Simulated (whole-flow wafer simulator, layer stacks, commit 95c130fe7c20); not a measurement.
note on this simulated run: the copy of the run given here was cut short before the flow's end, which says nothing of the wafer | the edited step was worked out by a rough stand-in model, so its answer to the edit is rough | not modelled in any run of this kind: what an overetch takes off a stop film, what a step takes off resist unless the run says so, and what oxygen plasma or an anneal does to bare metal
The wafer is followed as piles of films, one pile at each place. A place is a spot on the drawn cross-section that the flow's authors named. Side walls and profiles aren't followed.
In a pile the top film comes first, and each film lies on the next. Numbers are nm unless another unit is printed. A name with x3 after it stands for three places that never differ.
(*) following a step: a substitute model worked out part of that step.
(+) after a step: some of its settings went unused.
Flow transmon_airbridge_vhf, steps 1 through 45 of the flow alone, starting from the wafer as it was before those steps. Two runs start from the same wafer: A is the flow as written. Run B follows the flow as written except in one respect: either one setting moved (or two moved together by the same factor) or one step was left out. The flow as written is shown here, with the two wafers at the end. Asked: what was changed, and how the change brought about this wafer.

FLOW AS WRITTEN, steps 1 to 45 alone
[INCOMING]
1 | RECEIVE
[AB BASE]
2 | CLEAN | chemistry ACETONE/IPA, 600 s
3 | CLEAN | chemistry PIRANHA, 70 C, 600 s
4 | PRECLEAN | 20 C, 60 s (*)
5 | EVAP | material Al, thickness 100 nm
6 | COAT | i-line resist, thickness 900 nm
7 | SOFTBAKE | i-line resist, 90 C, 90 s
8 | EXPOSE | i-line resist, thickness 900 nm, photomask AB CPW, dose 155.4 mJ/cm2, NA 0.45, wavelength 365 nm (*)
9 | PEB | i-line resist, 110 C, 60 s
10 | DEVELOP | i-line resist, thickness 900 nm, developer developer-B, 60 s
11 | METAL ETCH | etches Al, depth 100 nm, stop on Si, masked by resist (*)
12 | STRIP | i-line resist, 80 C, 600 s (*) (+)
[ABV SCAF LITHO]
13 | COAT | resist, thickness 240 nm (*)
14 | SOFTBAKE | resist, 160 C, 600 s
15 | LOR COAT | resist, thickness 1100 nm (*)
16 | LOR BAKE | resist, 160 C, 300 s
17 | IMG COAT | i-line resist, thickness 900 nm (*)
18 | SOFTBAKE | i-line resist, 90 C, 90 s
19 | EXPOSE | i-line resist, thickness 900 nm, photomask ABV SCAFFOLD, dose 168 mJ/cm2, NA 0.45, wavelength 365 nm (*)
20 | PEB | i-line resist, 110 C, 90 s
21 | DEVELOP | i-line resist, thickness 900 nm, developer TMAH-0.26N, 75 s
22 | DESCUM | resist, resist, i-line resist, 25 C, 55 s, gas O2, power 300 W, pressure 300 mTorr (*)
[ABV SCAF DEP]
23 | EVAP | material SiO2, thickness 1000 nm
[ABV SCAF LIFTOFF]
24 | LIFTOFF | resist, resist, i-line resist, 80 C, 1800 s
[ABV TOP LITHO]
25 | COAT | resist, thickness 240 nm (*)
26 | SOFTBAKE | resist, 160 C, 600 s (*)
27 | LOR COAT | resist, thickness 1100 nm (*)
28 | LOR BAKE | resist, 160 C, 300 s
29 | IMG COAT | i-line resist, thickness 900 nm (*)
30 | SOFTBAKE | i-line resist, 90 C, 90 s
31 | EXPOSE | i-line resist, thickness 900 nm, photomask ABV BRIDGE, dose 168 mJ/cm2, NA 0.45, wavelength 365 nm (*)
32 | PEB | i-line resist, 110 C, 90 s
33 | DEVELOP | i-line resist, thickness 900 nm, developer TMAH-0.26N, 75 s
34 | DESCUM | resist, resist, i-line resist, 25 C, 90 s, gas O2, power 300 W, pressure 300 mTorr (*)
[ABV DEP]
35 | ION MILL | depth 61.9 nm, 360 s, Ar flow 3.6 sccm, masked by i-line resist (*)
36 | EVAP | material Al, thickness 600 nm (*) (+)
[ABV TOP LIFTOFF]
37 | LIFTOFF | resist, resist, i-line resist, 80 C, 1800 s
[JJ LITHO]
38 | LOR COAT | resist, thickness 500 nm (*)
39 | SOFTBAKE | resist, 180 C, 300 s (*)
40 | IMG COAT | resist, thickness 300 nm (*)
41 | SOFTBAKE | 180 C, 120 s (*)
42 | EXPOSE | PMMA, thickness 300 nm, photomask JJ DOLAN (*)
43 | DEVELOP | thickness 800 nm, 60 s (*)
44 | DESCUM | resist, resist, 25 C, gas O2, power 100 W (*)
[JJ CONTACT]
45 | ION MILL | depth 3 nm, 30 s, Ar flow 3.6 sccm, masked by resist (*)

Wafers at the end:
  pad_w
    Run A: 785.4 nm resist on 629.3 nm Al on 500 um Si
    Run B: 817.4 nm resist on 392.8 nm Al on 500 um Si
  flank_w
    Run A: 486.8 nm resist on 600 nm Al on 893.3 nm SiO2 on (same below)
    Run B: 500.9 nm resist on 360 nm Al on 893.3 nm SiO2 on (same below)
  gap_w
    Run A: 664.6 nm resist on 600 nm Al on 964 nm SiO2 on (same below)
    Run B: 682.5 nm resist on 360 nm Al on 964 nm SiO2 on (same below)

Cause: step 36, EVAP: thickness 360 nm was run, whereas the flow has thickness 600 nm.
One can read it off the wafer: flank_w has Al 360, and step 36 as written asks for 600 nm.

The path from the change to this, step by step:
  36 | EVAP | material Al, thickness 600 nm (*) (+)
      field x3, jj_line, ground_far and 10 more: A +600 Al (new film) | B +360 Al (new film)
      pad_w, pad_e: A +591.2 Al | B +354.7 Al
  37 | LIFTOFF | resist, resist, i-line resist, 80 C, 1800 s
      field x3, jj_line, trace_open_s x2: A -600 Al (all of it), -600 i-line resist (all of it), -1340 resist (all of it) | B -360 Al (all of it), -600 i-line resist (all of it), -1340 resist (all of it)
      margin_s, margin_n: A -600 Al (all of it), -318.3 i-line resist (all of it), -992 resist (all of it) | B -360 Al (all of it), -318.3 i-line resist (all of it), -992 resist (all of it)
      (and at 1 other place as well)
  38 | LOR COAT | resist, thickness 500 nm (*)
      pad_w, pad_e: A +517 resist (new film) | B +538 resist (new film)
      gap_w, gap_e: A +450.7 resist (new film) | B +460.5 resist (new film)
      (and at 4 other places as well)
  40 | IMG COAT | resist, thickness 300 nm (*)
      pad_w, pad_e: A +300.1 resist | B +311.2 resist
      flank_w, flank_e: A +212.1 resist | B +220.2 resist
      (and at 4 other places as well)
